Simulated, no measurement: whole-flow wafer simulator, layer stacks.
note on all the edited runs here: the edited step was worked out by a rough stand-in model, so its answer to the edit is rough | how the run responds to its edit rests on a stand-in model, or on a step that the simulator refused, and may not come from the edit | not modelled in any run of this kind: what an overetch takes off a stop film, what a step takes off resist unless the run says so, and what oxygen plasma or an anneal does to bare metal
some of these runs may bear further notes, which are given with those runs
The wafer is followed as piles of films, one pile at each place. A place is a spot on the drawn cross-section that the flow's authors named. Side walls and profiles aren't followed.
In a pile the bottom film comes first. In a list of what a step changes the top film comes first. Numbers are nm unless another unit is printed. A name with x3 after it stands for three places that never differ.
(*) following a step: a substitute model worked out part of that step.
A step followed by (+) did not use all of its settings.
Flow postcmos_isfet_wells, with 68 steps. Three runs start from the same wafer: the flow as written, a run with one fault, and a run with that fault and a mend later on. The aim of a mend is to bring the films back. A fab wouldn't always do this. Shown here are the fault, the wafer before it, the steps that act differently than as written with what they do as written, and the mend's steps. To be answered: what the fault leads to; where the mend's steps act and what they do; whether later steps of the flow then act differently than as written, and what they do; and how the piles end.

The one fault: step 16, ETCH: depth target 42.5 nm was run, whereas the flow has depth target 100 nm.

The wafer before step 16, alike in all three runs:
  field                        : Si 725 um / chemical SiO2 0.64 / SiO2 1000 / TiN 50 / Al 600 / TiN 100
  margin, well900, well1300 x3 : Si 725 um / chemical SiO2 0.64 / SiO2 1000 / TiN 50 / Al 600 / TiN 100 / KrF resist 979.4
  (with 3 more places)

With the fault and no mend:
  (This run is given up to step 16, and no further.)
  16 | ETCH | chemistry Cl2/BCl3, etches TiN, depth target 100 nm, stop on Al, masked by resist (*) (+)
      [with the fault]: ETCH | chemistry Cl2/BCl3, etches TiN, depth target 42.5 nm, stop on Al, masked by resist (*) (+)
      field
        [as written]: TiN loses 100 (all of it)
        [with the fault]: TiN loses 42.5
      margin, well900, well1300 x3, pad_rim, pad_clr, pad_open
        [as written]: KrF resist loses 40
        [with the fault]: KrF resist loses 17
  After step 16, at field, margin, well900, well1300 x3, pad_rim, pad_clr, pad_open, the piles differ from the flow's by more than 2% or 0.5 nm, whichever is larger.
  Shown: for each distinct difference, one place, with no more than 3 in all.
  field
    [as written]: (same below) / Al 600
    [with the fault]: (same below) / Al 600 / TiN 57.5
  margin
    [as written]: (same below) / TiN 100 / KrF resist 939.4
    [with the fault]: (same below) / TiN 100 / KrF resist 962.4

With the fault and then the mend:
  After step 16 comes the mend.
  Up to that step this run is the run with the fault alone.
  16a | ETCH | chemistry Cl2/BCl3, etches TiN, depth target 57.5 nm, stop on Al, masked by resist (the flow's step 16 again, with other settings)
      margin, well900, well1300 x3, pad_rim, pad_clr, pad_open
        KrF resist loses 23
      field
        TiN loses 57.5 (all of it)
  None of the later steps of the flow acts differently than as written at any place that is followed.
  The piles end the same as the flow's at every place that both follow.
